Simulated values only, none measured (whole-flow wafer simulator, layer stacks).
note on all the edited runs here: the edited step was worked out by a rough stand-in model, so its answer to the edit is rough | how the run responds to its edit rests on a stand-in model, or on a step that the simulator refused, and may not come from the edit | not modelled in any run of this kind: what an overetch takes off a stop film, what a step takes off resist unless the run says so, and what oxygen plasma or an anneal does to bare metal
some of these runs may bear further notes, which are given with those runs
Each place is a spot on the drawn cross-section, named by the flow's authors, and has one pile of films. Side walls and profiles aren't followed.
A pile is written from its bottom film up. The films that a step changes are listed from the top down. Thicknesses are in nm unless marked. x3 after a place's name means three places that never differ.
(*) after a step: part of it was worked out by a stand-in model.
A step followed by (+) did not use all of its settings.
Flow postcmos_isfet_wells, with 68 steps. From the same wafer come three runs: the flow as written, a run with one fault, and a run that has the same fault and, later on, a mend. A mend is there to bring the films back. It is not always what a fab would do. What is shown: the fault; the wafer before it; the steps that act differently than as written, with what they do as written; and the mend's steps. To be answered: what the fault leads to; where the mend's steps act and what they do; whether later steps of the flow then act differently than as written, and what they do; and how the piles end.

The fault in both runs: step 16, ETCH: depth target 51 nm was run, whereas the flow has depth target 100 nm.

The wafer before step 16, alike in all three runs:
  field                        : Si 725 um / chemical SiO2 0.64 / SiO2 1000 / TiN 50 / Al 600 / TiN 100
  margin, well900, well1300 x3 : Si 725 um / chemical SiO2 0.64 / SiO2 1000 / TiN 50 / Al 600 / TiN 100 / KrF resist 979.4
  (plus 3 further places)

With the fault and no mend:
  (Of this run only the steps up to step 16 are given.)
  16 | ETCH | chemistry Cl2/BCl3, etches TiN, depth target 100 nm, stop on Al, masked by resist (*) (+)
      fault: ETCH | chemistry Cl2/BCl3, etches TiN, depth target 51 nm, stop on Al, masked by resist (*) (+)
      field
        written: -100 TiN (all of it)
        fault: -51 TiN
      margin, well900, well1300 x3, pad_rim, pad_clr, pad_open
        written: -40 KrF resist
        fault: -20.4 KrF resist
  The piles after step 16 differ from the flow's at field, margin, well900, well1300 x3, pad_rim, pad_clr, pad_open by more than 2% or 0.5 nm, whichever is larger.
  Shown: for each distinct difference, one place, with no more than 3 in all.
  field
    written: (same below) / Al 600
    fault: (same below) / Al 600 / TiN 49
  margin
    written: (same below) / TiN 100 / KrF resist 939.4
    fault: (same below) / TiN 100 / KrF resist 959

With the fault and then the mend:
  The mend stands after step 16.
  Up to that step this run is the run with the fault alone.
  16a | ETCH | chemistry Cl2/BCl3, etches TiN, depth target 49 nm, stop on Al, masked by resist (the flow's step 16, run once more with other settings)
      margin, well900, well1300 x3, pad_rim, pad_clr, pad_open
        -19.6 KrF resist
      field
        -49 TiN (all of it)
  Later steps of the flow that are run all act as written at every place that is followed.
  At every place that both follow, the piles at the end match the flow's.
